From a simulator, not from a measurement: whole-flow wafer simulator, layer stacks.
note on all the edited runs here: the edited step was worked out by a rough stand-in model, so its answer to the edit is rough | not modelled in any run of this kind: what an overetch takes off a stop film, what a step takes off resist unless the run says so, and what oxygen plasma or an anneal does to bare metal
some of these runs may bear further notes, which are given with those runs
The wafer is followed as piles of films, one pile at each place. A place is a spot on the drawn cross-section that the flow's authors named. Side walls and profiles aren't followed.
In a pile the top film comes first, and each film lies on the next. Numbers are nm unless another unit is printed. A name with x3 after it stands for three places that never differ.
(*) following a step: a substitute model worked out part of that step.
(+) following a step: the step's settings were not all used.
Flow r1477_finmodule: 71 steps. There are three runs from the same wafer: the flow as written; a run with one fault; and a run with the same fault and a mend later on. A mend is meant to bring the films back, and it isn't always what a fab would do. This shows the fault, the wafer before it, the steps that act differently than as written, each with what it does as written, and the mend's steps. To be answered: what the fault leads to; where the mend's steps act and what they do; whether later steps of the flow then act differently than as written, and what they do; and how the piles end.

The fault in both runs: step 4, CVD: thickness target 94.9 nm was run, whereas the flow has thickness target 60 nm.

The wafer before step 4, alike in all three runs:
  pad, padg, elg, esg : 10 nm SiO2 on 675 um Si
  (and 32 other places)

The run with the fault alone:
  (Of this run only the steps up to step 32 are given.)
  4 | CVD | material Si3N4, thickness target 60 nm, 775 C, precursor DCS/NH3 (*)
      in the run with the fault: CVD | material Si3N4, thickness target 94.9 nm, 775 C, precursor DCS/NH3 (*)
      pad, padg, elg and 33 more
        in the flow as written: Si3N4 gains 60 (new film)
        in the run with the fault: Si3N4 gains 94.9 (new film)
  Steps further on in the flow that do not act as written:
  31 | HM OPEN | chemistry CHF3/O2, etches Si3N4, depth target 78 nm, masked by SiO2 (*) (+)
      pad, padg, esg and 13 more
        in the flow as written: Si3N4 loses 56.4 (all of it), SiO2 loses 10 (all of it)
        in the run with the fault: Si3N4 loses 78
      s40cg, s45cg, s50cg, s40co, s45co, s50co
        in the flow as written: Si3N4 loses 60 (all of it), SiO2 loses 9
        in the run with the fault: Si3N4 loses 78
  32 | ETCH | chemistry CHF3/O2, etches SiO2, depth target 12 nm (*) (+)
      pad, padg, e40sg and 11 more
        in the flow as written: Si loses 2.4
        in the run with the fault: Si3N4 loses 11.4
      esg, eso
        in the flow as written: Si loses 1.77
        in the run with the fault: Si3N4 loses 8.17
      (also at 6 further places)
  Once step 32 is done, the piles at pad, padg, elg and 33 more depart from the flow's by more than 2% or 0.5 nm, whichever is larger.
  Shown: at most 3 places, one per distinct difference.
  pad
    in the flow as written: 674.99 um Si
    in the run with the fault: 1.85 nm Si3N4 on 10 nm SiO2 on 675 um Si
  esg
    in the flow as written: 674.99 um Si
    in the run with the fault: 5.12 nm Si3N4 on 10 nm SiO2 on 675 um Si
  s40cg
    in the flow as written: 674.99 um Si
    in the run with the fault: 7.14 nm Si3N4 on 10 nm SiO2 on 675 um Si

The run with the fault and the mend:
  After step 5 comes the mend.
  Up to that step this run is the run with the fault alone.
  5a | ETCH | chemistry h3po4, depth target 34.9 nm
      pad, padg, elg and 33 more
        Si3N4 loses 34.9
  Every later step of the flow that is run acts as written at every place that is followed.
  At every place that both follow, the piles at the end match the flow's.
